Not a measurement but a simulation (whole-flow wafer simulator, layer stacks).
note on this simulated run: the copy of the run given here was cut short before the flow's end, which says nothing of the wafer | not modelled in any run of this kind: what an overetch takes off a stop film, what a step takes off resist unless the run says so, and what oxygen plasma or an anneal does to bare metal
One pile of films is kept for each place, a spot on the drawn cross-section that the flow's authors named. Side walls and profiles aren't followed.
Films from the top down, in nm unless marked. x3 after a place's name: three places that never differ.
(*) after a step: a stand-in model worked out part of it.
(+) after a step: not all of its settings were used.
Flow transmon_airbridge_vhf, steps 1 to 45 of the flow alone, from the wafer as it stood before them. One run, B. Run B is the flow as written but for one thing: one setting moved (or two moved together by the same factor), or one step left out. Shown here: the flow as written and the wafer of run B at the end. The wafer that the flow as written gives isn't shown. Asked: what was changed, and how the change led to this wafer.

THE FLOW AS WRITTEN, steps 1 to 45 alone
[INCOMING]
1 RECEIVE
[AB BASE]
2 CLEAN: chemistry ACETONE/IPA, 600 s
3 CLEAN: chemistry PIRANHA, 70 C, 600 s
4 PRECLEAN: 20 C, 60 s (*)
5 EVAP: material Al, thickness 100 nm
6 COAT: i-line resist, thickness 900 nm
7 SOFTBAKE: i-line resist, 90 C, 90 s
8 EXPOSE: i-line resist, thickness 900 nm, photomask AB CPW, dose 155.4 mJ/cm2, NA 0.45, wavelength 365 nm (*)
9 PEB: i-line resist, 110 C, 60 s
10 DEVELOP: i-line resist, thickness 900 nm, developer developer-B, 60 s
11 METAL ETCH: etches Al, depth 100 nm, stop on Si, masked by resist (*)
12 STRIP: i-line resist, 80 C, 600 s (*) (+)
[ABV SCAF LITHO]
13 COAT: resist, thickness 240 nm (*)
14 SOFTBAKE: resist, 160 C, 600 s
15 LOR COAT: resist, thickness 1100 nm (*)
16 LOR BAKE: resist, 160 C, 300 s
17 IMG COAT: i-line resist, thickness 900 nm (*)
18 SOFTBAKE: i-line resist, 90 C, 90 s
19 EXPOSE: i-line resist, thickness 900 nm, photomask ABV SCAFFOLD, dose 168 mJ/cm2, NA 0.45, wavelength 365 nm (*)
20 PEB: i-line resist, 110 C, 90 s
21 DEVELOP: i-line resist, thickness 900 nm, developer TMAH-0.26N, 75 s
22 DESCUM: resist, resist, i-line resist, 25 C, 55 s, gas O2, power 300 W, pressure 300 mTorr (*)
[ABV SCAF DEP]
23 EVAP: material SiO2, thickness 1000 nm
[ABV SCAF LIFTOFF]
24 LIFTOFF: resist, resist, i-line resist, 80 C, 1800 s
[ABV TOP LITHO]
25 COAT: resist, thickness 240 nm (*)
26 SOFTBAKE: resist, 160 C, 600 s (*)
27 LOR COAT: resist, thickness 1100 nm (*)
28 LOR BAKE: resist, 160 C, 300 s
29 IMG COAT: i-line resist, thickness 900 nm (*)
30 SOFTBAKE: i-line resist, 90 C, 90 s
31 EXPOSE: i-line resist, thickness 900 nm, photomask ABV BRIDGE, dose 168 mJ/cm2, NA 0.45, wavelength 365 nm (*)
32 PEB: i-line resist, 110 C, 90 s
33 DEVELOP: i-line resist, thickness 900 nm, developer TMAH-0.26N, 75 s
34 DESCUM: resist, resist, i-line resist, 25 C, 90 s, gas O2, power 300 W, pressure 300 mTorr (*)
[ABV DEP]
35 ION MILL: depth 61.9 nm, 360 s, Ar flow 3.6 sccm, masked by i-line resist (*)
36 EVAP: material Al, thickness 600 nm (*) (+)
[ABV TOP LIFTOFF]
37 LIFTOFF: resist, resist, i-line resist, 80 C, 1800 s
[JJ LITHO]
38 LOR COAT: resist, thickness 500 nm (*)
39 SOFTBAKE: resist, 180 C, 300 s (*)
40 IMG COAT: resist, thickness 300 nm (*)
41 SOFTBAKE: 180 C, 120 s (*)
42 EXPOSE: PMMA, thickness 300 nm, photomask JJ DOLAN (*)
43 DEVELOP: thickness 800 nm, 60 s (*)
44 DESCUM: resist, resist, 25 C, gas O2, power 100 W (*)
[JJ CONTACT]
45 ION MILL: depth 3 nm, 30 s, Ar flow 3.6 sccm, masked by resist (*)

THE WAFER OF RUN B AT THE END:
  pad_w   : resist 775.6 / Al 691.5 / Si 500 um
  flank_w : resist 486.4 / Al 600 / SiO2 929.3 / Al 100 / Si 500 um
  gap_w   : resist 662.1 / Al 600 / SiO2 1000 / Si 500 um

The cause: step 35, ION MILL: depth 61.9 nm, 360 s, Ar flow 3.6 sccm, masked by i-line resist (*), was left out.

How the change led to this, step by step:
  37 LIFTOFF: resist, resist, i-line resist, 80 C, 1800 s
      field x3, jj_line, trace_open_s x2: Al -600 (all of it), i-line resist -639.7 (all of it), resist -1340 (all of it) (as written it would be: Al -600 (all of it), i-line resist -600 (all of it), resist -1340 (all of it))
      margin_s, margin_n: Al -600 (all of it), i-line resist -358 (all of it), resist -992 (all of it) (as written it would be: Al -600 (all of it), i-line resist -318.3 (all of it), resist -992 (all of it))
      (and at 1 more place)
